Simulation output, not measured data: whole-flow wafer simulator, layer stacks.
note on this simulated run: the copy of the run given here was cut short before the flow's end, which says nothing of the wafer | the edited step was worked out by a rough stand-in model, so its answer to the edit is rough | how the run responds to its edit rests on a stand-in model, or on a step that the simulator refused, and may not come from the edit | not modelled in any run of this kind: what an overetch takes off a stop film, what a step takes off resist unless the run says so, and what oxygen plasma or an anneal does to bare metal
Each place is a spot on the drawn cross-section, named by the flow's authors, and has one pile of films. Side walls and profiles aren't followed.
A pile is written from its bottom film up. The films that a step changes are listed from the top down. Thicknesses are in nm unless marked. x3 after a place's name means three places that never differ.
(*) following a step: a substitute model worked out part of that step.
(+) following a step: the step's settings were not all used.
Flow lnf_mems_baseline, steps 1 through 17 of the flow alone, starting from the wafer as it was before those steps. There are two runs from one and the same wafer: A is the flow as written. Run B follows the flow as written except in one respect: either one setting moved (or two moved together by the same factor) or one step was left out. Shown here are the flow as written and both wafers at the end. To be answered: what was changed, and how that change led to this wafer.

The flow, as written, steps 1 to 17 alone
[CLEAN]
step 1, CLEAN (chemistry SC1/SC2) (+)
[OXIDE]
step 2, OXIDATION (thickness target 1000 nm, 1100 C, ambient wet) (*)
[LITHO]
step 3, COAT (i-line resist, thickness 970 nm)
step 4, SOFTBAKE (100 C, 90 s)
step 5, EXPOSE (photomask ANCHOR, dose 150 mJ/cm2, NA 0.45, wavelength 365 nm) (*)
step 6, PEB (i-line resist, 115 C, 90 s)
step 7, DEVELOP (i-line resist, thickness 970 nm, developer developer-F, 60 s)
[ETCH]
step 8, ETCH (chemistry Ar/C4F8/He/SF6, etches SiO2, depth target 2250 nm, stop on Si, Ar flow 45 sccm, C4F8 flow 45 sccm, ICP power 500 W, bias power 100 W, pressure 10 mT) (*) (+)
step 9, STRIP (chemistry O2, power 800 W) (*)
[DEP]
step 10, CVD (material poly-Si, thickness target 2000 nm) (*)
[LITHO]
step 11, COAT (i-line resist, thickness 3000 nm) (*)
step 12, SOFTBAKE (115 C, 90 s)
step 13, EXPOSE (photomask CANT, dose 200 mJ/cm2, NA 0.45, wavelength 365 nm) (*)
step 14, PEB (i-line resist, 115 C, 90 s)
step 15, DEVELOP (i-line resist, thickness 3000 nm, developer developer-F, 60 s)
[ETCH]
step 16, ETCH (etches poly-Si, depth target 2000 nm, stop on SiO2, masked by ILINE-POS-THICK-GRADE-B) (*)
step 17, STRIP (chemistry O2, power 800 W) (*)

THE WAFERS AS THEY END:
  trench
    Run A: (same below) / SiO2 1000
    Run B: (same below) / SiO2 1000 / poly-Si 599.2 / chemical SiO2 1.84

The reason: step 16, ETCH: depth target 1400 nm was run, while the flow as written has depth target 2000 nm.

The path from the change to this, step by step:
  step 16, ETCH (etches poly-Si, depth target 2000 nm, stop on SiO2, masked by ILINE-POS-THICK-GRADE-B) (*)
      trench, char_slit: A -2000 poly-Si (all of it) | B -1400 poly-Si
      field, anchor, beam: A -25 i-line resist | B -17.5 i-line resist
  step 17, STRIP (chemistry O2, power 800 W) (*)
      trench, char_slit: A nothing | B +1.84 chemical SiO2 (new film), -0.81 poly-Si
